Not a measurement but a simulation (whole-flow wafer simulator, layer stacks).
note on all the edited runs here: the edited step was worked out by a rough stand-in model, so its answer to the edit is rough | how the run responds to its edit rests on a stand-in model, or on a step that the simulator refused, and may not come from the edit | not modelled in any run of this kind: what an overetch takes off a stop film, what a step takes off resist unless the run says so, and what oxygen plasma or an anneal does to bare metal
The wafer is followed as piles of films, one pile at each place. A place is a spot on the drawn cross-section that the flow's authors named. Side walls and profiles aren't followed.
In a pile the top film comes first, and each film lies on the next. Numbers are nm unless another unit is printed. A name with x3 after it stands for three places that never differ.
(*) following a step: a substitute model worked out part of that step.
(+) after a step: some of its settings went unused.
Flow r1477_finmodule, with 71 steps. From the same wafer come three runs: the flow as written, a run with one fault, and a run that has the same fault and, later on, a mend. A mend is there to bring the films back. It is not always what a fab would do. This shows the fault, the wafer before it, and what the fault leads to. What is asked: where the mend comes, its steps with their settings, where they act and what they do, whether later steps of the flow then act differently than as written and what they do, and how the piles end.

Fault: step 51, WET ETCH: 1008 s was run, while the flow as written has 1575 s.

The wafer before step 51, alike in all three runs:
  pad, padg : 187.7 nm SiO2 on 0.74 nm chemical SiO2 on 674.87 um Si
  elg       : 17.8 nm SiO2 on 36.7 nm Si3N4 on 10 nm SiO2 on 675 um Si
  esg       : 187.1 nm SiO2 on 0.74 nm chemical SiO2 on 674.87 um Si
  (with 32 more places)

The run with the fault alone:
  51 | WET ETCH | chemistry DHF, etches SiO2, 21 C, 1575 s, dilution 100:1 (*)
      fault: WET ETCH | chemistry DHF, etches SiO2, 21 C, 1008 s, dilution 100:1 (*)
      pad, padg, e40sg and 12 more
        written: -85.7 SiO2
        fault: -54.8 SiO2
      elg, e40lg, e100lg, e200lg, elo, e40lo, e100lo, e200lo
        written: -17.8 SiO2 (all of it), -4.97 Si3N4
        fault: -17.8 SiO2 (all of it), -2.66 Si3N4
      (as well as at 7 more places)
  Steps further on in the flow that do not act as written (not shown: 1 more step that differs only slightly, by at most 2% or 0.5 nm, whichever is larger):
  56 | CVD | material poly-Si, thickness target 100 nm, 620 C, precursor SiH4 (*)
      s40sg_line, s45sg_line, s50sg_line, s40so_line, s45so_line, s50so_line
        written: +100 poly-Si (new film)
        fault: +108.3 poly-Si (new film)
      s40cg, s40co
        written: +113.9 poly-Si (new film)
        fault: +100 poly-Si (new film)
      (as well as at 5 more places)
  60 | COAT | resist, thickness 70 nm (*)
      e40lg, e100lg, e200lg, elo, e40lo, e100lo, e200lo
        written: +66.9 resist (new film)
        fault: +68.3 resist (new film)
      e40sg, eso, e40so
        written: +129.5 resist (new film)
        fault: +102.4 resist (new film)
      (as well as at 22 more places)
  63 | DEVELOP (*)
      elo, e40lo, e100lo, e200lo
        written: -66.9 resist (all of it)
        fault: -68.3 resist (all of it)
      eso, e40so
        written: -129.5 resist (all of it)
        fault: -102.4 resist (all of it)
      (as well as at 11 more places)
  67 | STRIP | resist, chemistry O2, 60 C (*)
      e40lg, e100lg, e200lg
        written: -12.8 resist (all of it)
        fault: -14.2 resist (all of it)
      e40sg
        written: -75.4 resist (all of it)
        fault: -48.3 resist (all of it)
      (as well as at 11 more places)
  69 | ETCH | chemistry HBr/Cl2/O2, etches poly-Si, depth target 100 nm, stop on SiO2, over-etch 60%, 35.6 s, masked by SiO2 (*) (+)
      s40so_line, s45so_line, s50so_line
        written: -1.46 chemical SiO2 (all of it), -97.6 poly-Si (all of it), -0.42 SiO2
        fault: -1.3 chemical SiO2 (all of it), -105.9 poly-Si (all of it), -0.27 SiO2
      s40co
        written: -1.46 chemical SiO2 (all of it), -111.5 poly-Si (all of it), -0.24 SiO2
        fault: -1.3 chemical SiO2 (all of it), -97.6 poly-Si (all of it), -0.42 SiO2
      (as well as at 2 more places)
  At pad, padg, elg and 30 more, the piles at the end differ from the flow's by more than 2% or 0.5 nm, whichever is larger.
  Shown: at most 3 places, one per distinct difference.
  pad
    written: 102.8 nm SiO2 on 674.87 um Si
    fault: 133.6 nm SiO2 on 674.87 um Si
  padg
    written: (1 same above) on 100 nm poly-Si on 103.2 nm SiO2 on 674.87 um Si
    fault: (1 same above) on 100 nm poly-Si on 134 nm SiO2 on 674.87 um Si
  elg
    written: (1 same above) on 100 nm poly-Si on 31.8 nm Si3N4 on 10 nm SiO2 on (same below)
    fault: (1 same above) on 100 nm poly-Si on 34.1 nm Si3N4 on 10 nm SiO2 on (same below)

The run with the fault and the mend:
  After step 51 comes the mend.
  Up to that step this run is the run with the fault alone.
  51a | WET ETCH | chemistry DHF, etches SiO2, 21 C, 567 s, dilution 100:1 (*) (the flow's step 51 again, with other settings)
      pad, padg, e40sg and 12 more
        -30.8 SiO2
      elg, e40lg, e100lg, e200lg, elo, e40lo, e100lo, e200lo
        -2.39 Si3N4
      esg, s40cg, s45cg, s50cg, s40co, s45co, s50co
        -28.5 SiO2
  Every later step of the flow that is run acts as written, at every place that is followed, to within 2% or 0.5 nm, whichever is larger.
  At the end the piles are close to the flow's at the places that both follow, differing by at most 2% or 0.5 nm, whichever is larger.
